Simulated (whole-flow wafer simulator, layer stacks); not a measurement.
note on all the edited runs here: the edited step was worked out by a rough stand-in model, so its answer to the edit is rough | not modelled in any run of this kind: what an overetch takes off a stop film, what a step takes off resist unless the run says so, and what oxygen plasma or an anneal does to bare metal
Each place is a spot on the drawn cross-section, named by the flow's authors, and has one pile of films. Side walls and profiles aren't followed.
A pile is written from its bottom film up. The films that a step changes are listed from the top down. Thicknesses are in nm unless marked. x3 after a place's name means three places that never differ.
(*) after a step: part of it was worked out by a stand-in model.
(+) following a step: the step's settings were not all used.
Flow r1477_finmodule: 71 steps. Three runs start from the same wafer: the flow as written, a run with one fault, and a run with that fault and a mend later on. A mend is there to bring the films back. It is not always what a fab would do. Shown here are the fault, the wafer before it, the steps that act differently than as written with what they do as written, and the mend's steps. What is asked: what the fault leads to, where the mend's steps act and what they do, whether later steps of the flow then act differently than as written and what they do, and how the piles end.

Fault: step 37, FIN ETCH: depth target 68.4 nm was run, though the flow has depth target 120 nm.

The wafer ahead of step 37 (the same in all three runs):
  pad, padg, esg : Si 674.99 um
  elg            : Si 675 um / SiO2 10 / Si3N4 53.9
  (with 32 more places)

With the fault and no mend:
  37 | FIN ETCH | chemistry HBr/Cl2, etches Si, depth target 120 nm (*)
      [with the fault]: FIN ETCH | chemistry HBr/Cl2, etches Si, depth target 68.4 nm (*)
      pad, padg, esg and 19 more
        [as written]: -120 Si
        [with the fault]: -68.4 Si
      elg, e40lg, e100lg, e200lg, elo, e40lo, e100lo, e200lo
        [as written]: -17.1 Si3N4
        [with the fault]: -9.77 Si3N4
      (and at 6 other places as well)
  Steps further on in the flow that do not act as written (3 more steps, not shown, differ only slightly: by at most 2% or 0.5 nm, whichever is larger):
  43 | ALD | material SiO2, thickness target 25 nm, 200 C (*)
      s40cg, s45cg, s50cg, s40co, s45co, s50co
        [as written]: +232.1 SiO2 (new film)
        [with the fault]: +184.5 SiO2 (new film)
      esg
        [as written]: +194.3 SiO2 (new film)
        [with the fault]: +150 SiO2 (new film)
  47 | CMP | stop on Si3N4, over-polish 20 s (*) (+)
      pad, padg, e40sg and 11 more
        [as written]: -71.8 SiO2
        [with the fault]: -123.4 SiO2
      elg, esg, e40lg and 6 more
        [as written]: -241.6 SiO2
        [with the fault]: -249 SiO2
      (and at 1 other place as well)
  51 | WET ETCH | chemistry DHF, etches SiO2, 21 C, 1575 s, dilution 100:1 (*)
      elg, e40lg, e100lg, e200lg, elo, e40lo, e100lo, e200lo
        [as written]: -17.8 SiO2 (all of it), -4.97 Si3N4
        [with the fault]: -10.5 SiO2 (all of it), -5.57 Si3N4
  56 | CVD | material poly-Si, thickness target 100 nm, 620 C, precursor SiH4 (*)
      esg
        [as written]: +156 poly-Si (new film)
        [with the fault]: +162.7 poly-Si (new film)
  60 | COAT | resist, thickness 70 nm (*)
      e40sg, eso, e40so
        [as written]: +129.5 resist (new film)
        [with the fault]: +135.8 resist (new film)
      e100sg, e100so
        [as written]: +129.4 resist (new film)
        [with the fault]: +135.8 resist (new film)
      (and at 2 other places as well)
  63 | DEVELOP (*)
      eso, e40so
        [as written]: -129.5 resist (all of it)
        [with the fault]: -135.8 resist (all of it)
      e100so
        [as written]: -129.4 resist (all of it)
        [with the fault]: -135.8 resist (all of it)
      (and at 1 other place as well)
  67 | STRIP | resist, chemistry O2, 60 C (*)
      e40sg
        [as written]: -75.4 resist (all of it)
        [with the fault]: -81.7 resist (all of it)
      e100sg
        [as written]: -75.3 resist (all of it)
        [with the fault]: -81.7 resist (all of it)
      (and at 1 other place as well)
  By the end, the piles at pad, padg, elg and 27 more depart from the flow's by more than 2% or 0.5 nm, whichever is larger.
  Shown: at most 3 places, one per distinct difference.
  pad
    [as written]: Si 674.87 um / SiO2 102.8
    [with the fault]: Si 674.92 um / SiO2 51.4
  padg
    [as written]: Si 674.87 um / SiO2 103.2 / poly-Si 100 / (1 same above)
    [with the fault]: Si 674.92 um / SiO2 51.8 / poly-Si 100 / (1 same above)
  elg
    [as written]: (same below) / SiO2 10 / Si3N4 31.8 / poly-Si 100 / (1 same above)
    [with the fault]: (same below) / SiO2 10 / Si3N4 38.5 / poly-Si 100 / (1 same above)

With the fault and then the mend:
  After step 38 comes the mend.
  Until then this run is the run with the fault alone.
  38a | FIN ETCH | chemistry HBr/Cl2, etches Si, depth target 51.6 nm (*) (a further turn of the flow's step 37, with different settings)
      pad, padg, esg and 19 more
        -51.6 Si
      elg, e40lg, e100lg, e200lg, elo, e40lo, e100lo, e200lo
        -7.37 Si3N4
      s40sg_line, s45sg_line, s50sg_line, s40so_line, s45so_line, s50so_line
        -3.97 SiO2
  Every later step of the flow that is run acts as written at every place that is followed.
  At every place that both follow, the piles at the end match the flow's.
